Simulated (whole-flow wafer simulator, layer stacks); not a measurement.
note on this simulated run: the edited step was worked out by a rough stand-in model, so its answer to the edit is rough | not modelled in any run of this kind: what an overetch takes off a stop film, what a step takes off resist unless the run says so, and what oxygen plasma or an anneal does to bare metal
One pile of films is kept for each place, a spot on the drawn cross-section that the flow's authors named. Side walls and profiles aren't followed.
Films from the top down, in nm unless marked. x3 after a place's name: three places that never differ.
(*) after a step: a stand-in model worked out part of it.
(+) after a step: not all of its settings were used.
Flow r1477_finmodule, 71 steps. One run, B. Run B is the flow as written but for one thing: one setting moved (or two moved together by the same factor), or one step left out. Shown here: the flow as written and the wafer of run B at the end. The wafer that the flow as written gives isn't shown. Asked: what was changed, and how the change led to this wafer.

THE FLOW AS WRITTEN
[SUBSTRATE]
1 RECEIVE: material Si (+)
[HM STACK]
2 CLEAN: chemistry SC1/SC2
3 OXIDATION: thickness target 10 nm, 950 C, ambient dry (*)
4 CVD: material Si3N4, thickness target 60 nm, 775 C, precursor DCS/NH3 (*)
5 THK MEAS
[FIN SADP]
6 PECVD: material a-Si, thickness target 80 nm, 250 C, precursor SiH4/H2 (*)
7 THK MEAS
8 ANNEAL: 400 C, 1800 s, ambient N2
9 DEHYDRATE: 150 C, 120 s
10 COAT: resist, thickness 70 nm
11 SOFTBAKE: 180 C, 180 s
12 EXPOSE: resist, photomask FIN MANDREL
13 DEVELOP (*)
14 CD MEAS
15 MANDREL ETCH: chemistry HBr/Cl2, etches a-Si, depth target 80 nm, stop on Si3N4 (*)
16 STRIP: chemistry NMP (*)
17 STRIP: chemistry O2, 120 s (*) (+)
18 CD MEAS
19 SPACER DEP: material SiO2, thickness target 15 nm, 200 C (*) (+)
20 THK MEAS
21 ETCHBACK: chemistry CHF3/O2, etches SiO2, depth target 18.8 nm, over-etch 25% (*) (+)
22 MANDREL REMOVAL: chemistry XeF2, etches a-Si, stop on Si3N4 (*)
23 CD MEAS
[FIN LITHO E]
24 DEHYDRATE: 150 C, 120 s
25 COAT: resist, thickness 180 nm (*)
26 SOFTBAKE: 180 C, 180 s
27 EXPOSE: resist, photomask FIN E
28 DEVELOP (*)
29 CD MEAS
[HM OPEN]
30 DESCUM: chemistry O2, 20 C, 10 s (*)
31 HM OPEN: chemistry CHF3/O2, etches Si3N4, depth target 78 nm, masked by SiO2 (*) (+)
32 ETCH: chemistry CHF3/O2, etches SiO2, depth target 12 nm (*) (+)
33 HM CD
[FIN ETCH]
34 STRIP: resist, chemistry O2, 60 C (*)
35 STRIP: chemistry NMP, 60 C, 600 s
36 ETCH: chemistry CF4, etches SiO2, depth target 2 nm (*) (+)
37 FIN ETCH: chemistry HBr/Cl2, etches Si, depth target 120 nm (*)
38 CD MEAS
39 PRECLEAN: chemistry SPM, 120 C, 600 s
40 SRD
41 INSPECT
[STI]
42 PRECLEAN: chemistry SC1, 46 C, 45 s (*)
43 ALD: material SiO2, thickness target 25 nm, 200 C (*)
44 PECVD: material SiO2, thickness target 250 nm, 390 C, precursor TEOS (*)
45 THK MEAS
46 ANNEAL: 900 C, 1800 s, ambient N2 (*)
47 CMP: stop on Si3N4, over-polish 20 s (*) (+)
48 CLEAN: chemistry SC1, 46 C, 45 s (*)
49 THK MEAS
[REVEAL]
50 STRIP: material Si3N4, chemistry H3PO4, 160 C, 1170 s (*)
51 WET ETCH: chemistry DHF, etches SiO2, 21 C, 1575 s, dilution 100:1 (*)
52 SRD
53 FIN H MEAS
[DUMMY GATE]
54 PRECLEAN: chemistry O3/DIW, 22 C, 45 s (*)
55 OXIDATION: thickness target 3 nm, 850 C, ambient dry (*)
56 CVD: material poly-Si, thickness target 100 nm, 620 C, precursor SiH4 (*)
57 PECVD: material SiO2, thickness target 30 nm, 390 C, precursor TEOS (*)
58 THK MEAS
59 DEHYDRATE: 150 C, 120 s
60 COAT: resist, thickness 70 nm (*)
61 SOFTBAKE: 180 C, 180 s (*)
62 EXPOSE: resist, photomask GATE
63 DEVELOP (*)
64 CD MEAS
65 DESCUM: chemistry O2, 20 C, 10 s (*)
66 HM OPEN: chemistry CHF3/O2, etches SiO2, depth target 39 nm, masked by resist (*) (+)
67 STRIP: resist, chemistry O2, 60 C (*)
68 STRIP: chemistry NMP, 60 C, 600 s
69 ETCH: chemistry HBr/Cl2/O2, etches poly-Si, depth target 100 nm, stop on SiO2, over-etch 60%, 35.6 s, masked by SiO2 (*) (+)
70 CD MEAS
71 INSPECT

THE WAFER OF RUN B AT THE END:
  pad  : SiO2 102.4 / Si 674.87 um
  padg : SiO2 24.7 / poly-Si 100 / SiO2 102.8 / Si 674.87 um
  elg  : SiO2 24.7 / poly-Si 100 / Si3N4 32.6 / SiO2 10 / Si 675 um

The cause: step 36, ETCH: depth target 1.31 nm was run, where the flow has depth target 2 nm.

How the change led to this, step by step:
  36 ETCH: chemistry CF4, etches SiO2, depth target 2 nm (*) (+)
      elg, e40lg, e100lg, e200lg, elo, e40lo, e100lo, e200lo: Si3N4 -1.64 (as written it would be: Si3N4 -2.5)
      s40sg_line, s45sg_line, s50sg_line, s40so_line, s45so_line, s50so_line: SiO2 -1.31 (as written it would be: SiO2 -2)
  51 WET ETCH: chemistry DHF, etches SiO2, 21 C, 1575 s, dilution 100:1 (*)
      elg, e40lg, e100lg, e200lg, elo, e40lo, e100lo, e200lo: SiO2 -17 (all of it), Si3N4 -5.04 (as written it would be: SiO2 -17.8 (all of it), Si3N4 -4.97)
